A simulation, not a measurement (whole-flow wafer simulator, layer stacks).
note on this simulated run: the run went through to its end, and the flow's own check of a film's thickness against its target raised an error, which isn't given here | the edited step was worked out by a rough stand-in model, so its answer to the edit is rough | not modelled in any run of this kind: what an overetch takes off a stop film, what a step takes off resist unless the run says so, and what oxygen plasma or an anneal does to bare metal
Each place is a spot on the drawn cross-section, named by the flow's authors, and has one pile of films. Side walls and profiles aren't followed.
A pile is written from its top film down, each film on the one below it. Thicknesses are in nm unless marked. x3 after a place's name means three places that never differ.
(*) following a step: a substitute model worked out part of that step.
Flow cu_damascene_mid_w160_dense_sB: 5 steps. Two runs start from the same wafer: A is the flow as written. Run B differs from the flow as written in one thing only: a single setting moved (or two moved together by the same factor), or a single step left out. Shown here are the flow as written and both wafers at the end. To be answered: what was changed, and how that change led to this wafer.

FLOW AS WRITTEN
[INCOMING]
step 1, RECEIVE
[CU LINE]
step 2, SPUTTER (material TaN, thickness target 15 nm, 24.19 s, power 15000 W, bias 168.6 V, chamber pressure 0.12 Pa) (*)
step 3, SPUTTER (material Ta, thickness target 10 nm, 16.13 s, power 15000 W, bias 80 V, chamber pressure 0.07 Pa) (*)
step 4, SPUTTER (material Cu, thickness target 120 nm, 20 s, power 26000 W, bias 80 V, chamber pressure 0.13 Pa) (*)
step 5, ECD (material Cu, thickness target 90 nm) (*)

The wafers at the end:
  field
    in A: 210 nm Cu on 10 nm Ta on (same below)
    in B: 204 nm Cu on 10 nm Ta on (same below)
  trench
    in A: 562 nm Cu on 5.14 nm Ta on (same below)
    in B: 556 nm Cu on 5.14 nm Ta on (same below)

What caused this: step 4, SPUTTER: thickness target 114 nm was run, while the flow as written has thickness target 120 nm; step 4, SPUTTER: 19 s was run, where the flow has 20 s.

How this came from the change, step by step:
  step 4, SPUTTER (material Cu, thickness target 120 nm, 20 s, power 26000 W, bias 80 V, chamber pressure 0.13 Pa) (*)
      field: A Cu gains 120 (new film) | B Cu gains 114 (new film)
      trench: A Cu gains 62 (new film) | B Cu gains 58.9 (new film)
